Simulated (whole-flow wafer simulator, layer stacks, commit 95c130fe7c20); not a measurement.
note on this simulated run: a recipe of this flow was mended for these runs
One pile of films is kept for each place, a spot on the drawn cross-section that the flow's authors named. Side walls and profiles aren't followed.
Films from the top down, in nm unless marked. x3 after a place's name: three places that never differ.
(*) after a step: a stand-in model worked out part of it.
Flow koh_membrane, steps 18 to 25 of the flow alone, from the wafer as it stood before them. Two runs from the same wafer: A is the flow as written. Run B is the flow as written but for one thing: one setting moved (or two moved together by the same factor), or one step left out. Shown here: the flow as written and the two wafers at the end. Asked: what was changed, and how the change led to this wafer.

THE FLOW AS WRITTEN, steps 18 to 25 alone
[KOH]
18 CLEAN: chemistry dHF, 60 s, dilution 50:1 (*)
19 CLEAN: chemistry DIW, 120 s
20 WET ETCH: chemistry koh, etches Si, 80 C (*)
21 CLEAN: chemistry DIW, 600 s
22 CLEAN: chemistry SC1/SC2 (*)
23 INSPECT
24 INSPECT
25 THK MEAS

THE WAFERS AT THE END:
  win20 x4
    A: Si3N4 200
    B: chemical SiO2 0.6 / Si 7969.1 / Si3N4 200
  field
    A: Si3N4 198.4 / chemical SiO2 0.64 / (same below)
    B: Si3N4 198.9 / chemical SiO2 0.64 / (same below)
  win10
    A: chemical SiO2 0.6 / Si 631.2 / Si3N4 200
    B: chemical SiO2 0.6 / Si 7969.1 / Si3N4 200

The cause: step 20, WET ETCH: chemistry koh, etches Si, 80 C (*), was left out.

How the change led to this, step by step:
  22 CLEAN: chemistry SC1/SC2 (*)
      win20 x4: A nothing | B chemical SiO2 +0.6 (new film), Si -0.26
